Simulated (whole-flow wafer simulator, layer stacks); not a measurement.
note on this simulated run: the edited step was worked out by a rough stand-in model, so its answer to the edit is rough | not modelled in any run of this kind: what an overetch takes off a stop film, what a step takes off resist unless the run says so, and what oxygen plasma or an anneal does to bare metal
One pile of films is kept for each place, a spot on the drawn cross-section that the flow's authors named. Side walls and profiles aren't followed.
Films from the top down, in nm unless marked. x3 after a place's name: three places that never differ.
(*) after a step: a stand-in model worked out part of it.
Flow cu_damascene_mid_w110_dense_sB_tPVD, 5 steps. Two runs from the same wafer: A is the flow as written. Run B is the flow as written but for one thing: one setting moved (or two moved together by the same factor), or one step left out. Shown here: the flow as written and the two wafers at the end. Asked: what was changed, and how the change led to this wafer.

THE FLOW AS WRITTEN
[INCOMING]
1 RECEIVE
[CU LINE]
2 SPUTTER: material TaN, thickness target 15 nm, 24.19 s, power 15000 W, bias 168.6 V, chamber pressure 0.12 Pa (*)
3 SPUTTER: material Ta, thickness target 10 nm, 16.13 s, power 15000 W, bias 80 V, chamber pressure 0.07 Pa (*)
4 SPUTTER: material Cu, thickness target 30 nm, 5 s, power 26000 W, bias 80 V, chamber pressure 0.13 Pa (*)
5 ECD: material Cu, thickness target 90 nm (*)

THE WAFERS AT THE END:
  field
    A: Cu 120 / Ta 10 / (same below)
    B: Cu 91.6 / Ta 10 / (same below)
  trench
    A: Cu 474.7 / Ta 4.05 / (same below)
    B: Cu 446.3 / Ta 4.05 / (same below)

The cause: step 5, ECD: thickness target 61.6 nm was run, where the flow has thickness target 90 nm.

How the change led to this, step by step:
  5 ECD: material Cu, thickness target 90 nm (*)
      field: A Cu +90 | B Cu +61.6
      trench: A Cu +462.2 | B Cu +433.8
